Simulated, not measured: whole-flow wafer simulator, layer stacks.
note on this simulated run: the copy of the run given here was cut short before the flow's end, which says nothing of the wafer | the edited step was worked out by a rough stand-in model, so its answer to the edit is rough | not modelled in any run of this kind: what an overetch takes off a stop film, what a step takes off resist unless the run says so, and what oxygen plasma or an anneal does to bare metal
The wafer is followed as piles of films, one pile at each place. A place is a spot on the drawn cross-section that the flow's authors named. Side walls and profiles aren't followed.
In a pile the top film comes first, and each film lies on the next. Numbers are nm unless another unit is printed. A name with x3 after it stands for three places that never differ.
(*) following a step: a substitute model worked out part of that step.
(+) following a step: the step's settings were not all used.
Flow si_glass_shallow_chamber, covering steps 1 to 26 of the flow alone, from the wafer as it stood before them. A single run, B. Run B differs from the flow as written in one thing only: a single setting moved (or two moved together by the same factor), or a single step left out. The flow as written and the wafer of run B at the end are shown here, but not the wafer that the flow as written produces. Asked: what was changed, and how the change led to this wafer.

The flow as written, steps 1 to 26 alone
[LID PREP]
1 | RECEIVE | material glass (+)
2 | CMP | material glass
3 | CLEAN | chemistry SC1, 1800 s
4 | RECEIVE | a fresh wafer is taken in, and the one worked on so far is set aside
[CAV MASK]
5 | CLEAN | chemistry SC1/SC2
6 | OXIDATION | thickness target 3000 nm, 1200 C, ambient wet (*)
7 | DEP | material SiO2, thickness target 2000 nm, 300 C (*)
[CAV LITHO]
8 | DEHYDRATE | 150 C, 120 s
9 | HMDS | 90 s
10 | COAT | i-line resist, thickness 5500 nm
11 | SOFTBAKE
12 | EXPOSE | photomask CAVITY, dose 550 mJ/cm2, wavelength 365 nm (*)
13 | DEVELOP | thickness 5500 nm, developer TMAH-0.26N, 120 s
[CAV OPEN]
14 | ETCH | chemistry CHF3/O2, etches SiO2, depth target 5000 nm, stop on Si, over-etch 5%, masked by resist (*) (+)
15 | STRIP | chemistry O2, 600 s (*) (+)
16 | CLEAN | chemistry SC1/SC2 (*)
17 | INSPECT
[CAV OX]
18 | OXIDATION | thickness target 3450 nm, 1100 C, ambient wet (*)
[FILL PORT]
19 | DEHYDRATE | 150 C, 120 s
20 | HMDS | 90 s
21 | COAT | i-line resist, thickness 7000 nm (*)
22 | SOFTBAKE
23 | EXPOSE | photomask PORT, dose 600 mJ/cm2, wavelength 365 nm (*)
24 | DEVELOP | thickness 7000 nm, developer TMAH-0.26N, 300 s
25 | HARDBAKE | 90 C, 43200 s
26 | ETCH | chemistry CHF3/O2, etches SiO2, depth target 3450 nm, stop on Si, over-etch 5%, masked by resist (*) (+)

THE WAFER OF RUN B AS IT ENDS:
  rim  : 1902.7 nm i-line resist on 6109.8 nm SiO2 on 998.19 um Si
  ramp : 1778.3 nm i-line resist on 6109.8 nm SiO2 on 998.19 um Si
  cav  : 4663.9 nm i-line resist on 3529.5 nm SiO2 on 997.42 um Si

The reason: step 14, ETCH: depth target 4125 nm was run, though the flow has depth target 5000 nm.

The path from the change to this, step by step:
  14 | ETCH | chemistry CHF3/O2, etches SiO2, depth target 5000 nm, stop on Si, over-etch 5%, masked by resist (*) (+)
      cav, port: -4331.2 SiO2 (it would be, as written: -5000 SiO2 (all of it), -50 Si)
      rim, ramp, septum, ring: -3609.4 i-line resist (it would be, as written: -4375 i-line resist)
  15 | STRIP | chemistry O2, 600 s (*) (+)
      cav, port: nothing (it would be, as written: +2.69 chemical SiO2 (new film), -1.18 Si)
      rim, ramp, septum, ring: -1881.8 i-line resist (all of it) (it would be, as written: -1116.2 i-line resist (all of it))
  18 | OXIDATION | thickness target 3450 nm, 1100 C, ambient wet (*)
      cav, port: +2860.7 SiO2, -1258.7 Si (it would be, as written: +3450 SiO2 (new film), -2.69 chemical SiO2 (all of it), -1516.8 Si)
  21 | COAT | i-line resist, thickness 7000 nm (*)
      rim: +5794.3 i-line resist (new film) (it would be, as written: +5660.1 i-line resist (new film))
      ramp: +5273.7 i-line resist (new film) (it would be, as written: +5087.8 i-line resist (new film))
  22 | SOFTBAKE
      rim: -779 i-line resist (it would be, as written: -849 i-line resist)
      ramp: -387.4 i-line resist (it would be, as written: -434.5 i-line resist)
      (and at 4 other places as well)
  25 | HARDBAKE | 90 C, 43200 s
      rim: -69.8 i-line resist (it would be, as written: -62.5 i-line resist)
      ramp: -65.1 i-line resist (it would be, as written: -57.1 i-line resist)
      (and at 1 other place as well)
  26 | ETCH | chemistry CHF3/O2, etches SiO2, depth target 3450 nm, stop on Si, over-etch 5%, masked by resist (*) (+)
      port: -3529.5 SiO2 (all of it), -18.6 Si (it would be, as written: -3450 SiO2 (all of it), -34.5 Si)
